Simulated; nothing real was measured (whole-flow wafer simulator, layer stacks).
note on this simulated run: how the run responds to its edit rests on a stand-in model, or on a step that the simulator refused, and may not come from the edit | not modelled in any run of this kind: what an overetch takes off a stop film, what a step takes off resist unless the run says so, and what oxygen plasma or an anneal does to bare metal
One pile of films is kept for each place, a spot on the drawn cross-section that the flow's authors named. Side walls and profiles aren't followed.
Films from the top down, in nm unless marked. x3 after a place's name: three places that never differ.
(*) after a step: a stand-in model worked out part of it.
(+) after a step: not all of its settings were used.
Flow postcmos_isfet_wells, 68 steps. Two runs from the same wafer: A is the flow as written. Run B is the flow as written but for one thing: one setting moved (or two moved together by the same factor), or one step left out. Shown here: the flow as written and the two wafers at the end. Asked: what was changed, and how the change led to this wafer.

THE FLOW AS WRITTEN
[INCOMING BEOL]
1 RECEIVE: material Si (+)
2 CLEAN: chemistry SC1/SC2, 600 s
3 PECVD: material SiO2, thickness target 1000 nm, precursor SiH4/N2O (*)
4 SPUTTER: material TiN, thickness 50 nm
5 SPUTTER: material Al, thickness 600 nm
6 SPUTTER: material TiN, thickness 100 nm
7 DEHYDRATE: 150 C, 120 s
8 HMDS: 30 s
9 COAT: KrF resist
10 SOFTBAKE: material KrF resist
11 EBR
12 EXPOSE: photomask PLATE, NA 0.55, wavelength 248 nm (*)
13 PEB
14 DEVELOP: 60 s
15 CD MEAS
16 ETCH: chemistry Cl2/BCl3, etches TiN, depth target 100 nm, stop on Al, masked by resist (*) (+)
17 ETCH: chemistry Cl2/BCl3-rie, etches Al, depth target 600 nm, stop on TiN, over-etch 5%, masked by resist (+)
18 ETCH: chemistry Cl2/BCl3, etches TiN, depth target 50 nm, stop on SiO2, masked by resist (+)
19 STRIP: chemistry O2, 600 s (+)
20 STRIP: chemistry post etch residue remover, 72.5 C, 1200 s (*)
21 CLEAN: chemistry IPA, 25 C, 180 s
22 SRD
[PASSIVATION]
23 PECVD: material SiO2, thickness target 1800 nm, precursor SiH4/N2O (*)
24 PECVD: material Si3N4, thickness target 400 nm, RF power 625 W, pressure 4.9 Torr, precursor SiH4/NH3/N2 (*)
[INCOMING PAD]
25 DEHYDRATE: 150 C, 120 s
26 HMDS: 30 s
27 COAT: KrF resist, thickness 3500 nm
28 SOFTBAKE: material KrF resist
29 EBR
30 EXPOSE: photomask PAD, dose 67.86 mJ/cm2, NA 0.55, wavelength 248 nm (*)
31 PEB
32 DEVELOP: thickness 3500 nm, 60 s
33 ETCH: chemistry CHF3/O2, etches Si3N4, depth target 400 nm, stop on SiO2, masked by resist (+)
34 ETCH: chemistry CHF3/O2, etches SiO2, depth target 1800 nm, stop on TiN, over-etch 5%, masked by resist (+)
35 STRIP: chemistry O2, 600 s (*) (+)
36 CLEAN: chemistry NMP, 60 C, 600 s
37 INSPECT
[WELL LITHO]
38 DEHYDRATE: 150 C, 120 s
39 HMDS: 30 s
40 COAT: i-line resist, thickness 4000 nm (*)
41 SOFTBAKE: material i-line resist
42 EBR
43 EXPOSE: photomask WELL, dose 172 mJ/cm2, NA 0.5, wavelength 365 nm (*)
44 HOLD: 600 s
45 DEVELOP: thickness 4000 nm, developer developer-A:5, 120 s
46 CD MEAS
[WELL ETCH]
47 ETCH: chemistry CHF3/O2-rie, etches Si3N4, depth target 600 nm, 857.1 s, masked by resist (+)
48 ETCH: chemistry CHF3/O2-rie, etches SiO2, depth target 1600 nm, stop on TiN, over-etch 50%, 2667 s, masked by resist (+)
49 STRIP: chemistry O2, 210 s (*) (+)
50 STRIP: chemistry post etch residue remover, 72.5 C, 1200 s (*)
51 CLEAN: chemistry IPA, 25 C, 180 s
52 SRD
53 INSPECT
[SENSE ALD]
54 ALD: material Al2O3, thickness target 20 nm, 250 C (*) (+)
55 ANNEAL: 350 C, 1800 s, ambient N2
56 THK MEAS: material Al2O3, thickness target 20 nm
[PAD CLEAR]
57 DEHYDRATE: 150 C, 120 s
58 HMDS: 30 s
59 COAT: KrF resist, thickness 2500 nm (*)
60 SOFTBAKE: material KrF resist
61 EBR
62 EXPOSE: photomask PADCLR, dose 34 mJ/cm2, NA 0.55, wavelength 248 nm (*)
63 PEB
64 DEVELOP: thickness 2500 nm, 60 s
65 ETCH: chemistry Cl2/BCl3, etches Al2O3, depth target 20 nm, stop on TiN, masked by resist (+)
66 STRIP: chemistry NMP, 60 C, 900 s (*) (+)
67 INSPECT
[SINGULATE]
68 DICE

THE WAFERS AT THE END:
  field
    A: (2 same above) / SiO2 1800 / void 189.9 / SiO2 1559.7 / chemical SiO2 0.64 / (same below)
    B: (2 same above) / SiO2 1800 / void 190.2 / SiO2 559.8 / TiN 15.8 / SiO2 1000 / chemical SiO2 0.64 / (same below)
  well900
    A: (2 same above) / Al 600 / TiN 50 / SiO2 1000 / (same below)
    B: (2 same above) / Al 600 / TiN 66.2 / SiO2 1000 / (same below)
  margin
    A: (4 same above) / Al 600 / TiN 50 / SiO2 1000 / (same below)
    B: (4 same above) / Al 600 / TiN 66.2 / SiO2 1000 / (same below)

The cause: step 4, SPUTTER: thickness 66.25 nm was run, where the flow has thickness 50 nm.
It can be read off the wafer: well900 has TiN 66.2, and step 4 as written asks for 50 nm.

How the change led to this, step by step:
  4 SPUTTER: material TiN, thickness 50 nm
      field, margin, well900, well1300 x3, pad_rim, pad_clr, pad_open: A TiN +50 (new film) | B TiN +66.2 (new film)
  18 ETCH: chemistry Cl2/BCl3, etches TiN, depth target 50 nm, stop on SiO2, masked by resist (+)
      field: A TiN -50 (all of it) | B TiN -50
  23 PECVD: material SiO2, thickness target 1800 nm, precursor SiH4/N2O (*)
      field: A SiO2 +1800 (new film), void +189.9 (new film), SiO2 +559.7 | B SiO2 +1800 (new film), void +190.2 (new film), SiO2 +559.8 (new film)
Counting metal films that touch as one body, field has 1 body; the flow as written gives 0 bodies.
